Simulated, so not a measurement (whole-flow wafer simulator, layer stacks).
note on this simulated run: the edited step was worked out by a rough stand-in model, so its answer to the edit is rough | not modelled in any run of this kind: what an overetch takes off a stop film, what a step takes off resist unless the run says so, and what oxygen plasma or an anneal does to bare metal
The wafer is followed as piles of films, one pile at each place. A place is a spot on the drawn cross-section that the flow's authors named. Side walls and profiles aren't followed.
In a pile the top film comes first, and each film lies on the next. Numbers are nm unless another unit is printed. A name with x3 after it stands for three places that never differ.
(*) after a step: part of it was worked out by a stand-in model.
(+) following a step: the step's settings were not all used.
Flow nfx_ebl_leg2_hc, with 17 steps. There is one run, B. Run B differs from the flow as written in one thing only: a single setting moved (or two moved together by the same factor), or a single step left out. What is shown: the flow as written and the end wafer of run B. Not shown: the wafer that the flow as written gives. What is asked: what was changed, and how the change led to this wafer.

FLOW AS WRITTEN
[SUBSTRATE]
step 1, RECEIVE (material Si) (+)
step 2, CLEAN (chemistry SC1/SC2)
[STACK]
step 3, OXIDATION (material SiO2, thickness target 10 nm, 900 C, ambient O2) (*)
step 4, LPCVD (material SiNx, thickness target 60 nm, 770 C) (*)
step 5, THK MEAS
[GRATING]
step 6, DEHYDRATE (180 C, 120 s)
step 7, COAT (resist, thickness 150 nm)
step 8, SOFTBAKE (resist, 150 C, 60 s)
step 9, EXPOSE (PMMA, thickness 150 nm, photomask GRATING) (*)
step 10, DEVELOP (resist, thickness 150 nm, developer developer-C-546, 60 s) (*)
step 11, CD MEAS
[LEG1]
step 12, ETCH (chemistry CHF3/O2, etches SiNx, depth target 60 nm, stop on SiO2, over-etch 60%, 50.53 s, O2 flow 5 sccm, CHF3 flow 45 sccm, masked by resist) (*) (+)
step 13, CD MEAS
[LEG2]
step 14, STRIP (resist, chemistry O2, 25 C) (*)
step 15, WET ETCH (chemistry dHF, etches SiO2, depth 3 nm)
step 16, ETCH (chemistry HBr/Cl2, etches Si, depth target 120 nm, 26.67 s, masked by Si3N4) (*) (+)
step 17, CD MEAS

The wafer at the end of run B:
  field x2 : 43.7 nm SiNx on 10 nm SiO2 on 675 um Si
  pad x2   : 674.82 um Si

Cause: step 16, ETCH: depth target 171 nm was run, while the flow as written has depth target 120 nm; step 16, ETCH: 38 s was run, where the flow has 26.67 s.

Step by step, how the change led to this:
  step 16, ETCH (chemistry HBr/Cl2, etches Si, depth target 120 nm, 26.67 s, masked by Si3N4) (*) (+)
      field x2: -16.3 SiNx (as written it would have been: -11.4 SiNx)
      pad x2: -171 Si (as written it would have been: -120 Si)
